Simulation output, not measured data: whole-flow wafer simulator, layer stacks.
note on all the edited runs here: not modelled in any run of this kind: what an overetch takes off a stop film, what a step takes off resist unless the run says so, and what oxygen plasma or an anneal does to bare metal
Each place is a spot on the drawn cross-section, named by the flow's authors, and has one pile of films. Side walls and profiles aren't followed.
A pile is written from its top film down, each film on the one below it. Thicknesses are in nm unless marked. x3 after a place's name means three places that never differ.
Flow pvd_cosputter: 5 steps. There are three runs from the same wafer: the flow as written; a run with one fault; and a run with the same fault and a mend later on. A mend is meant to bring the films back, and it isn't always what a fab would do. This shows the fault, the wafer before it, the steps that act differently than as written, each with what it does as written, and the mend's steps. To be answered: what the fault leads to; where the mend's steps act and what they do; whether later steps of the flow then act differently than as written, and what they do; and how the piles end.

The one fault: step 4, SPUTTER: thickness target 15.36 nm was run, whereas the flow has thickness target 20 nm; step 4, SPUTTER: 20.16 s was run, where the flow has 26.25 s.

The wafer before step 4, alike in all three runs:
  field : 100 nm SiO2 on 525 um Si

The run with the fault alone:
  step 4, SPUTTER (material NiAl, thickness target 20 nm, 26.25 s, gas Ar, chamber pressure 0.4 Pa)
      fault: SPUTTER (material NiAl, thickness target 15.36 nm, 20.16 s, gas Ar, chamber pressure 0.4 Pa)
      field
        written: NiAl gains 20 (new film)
        fault: NiAl gains 15.4 (new film)
  Later steps of the flow that are run all act as written at every place that is followed.
  By the end, the piles at field depart from the flow's by more than 2% or 0.5 nm, whichever is larger.
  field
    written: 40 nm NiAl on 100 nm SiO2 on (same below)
    fault: 35.4 nm NiAl on 100 nm SiO2 on (same below)

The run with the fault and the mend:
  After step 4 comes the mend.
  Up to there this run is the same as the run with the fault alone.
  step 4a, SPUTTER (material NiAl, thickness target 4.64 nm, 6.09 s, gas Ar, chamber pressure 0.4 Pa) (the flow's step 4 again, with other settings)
      field
        NiAl gains 4.64
  Later steps of the flow that are run all act as written at every place that is followed.
  At every place that both follow, the piles at the end match the flow's.
